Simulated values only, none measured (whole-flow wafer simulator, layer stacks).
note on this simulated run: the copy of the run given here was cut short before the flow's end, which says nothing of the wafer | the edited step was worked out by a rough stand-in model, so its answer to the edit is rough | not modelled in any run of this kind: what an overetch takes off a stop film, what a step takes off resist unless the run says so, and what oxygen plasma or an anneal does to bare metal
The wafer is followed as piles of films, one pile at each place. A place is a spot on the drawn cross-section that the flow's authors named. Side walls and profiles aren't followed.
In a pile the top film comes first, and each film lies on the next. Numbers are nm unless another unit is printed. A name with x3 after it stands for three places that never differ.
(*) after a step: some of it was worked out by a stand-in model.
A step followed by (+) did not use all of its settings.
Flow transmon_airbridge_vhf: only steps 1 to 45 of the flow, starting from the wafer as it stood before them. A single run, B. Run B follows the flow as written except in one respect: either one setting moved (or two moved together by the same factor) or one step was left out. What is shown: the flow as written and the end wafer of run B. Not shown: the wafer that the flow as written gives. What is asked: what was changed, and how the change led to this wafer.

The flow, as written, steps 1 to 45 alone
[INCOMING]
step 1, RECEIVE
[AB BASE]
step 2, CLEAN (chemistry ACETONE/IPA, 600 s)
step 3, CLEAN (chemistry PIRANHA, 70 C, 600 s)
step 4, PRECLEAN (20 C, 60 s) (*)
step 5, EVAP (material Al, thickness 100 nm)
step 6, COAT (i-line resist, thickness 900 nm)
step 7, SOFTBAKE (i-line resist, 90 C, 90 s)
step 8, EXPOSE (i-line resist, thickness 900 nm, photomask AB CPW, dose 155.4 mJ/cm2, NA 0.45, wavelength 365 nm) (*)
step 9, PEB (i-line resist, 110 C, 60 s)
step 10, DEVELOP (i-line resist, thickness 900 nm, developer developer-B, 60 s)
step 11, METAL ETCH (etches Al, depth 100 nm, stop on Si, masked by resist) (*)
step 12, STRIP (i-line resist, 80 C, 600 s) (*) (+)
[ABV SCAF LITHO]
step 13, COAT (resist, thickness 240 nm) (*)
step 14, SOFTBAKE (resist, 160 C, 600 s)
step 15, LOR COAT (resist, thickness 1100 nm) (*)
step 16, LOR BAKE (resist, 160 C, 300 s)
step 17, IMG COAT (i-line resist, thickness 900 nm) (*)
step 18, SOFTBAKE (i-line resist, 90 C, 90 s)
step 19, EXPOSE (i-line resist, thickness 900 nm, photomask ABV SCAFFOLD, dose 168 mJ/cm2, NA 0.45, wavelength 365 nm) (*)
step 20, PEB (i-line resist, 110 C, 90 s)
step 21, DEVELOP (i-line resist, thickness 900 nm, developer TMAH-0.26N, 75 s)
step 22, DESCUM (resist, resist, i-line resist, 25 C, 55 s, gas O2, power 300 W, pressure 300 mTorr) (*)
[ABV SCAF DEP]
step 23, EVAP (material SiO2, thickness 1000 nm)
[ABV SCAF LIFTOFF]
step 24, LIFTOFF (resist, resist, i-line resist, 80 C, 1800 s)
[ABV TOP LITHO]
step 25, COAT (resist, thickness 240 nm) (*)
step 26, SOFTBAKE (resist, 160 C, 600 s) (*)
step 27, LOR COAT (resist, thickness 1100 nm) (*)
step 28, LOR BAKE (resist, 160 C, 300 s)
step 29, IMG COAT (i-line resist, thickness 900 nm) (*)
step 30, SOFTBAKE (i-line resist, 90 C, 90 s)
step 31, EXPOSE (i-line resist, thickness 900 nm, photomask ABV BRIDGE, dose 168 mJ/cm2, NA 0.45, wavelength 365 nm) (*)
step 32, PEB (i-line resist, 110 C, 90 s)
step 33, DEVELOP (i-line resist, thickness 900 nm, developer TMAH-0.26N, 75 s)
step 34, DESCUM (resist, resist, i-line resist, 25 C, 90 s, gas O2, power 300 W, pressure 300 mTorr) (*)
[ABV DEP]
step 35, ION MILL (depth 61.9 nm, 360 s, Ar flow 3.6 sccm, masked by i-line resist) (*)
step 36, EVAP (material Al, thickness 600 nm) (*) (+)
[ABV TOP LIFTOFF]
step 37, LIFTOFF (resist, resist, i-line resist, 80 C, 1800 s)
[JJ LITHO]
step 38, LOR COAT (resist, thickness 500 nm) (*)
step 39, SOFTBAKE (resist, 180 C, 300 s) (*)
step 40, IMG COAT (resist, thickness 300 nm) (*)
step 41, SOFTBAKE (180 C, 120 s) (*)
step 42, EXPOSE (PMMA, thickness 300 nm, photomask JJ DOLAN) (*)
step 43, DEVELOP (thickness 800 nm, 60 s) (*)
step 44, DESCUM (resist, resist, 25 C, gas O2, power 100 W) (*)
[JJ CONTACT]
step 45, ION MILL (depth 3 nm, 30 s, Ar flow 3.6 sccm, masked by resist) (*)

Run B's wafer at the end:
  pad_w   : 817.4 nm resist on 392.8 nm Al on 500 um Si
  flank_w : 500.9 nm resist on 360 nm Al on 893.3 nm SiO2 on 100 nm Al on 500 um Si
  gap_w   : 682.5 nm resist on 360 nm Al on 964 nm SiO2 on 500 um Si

What caused this: step 36, EVAP: thickness 360 nm was run, though the flow has thickness 600 nm.
One can read it off the wafer: flank_w has Al 360, and step 36 as written asks for 600 nm.

The path from the change to this, step by step:
  step 36, EVAP (material Al, thickness 600 nm) (*) (+)
      field x3, jj_line, ground_far and 10 more: +360 Al (new film) (it would be, as written: +600 Al (new film))
      pad_w, pad_e: +354.7 Al (it would be, as written: +591.2 Al)
  step 37, LIFTOFF (resist, resist, i-line resist, 80 C, 1800 s)
      field x3, jj_line, trace_open_s x2: -360 Al (all of it), -600 i-line resist (all of it), -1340 resist (all of it) (it would be, as written: -600 Al (all of it), -600 i-line resist (all of it), -1340 resist (all of it))
      margin_s, margin_n: -360 Al (all of it), -318.3 i-line resist (all of it), -992 resist (all of it) (it would be, as written: -600 Al (all of it), -318.3 i-line resist (all of it), -992 resist (all of it))
      (and at 1 other place as well)
  step 38, LOR COAT (resist, thickness 500 nm) (*)
      pad_w, pad_e: +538 resist (new film) (it would be, as written: +517 resist (new film))
      gap_w, gap_e: +460.5 resist (new film) (it would be, as written: +450.7 resist (new film))
      (and at 4 other places as well)
  step 40, IMG COAT (resist, thickness 300 nm) (*)
      pad_w, pad_e: +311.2 resist (it would be, as written: +300.1 resist)
      flank_w, flank_e: +220.2 resist (it would be, as written: +212.1 resist)
      (and at 4 other places as well)
